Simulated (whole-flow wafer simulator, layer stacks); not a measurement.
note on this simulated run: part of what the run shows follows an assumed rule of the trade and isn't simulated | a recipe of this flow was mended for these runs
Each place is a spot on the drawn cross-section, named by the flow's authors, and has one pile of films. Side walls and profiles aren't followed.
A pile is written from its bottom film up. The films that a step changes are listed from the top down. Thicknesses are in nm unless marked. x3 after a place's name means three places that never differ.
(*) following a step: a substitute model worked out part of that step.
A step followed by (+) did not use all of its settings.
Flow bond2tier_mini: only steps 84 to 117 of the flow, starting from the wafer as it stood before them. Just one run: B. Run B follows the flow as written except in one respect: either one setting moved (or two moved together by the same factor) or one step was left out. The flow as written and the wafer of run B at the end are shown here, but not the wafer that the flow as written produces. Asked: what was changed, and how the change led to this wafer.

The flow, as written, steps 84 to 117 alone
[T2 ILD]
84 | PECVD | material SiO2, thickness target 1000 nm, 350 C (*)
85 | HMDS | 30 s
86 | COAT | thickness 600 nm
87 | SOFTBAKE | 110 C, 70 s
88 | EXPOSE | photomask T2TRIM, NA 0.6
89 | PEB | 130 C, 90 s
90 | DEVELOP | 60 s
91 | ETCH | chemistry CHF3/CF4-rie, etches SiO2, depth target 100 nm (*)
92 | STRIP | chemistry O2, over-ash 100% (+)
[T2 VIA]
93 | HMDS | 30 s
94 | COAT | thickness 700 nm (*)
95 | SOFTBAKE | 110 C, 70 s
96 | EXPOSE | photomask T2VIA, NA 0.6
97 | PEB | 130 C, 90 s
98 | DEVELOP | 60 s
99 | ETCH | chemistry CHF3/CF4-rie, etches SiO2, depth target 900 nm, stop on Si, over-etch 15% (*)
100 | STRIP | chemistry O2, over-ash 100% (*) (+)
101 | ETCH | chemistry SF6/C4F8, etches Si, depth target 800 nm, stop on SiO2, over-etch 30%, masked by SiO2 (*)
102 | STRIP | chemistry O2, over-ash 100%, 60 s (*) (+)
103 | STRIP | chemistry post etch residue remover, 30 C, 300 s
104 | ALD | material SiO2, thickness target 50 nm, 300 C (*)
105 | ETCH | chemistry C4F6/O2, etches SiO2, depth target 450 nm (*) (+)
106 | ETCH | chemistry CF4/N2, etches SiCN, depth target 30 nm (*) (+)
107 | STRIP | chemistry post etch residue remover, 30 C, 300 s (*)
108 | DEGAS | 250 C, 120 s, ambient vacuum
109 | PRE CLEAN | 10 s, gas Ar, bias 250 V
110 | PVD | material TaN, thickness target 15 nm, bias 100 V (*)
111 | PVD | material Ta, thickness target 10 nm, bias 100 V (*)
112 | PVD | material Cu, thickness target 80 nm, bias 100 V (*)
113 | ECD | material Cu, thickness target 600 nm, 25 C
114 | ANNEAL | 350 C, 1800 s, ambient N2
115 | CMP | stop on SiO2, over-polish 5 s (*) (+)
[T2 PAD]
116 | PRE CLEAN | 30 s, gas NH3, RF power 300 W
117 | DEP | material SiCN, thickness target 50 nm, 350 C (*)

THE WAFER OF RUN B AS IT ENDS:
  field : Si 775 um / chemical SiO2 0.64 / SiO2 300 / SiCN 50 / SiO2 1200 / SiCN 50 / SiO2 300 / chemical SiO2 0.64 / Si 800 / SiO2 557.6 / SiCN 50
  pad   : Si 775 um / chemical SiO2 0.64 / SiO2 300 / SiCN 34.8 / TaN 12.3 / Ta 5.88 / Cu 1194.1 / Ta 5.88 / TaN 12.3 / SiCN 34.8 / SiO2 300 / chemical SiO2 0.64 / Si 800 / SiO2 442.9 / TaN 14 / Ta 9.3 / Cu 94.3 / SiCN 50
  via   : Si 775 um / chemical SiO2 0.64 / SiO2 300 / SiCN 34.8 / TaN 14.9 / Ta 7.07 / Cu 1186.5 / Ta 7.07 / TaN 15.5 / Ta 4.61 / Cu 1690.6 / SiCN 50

Cause: step 91, ETCH: depth target 124 nm was run, though the flow has depth target 100 nm.

How this came from the change, step by step:
  91 | ETCH | chemistry CHF3/CF4-rie, etches SiO2, depth target 100 nm (*)
      pad, via: -124 SiO2 (in the flow as written it would be: -100 SiO2)
      field: -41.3 thick-KrF-resist (in the flow as written it would be: -33.3 thick-KrF-resist)
  99 | ETCH | chemistry CHF3/CF4-rie, etches SiO2, depth target 900 nm, stop on Si, over-etch 15% (*)
      field, pad: -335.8 thick-KrF-resist (in the flow as written it would be: -345 thick-KrF-resist)
      via: -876 SiO2 (all of it), -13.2 Si (in the flow as written it would be: -900 SiO2 (all of it), -11.2 Si)
  100 | STRIP | chemistry O2, over-ash 100% (*) (+)
      pad: -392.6 thick-KrF-resist (all of it) (in the flow as written it would be: -372.9 thick-KrF-resist (all of it))
  113 | ECD | material Cu, thickness target 600 nm, 25 C
      pad: +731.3 Cu (in the flow as written it would be: +706.1 Cu)
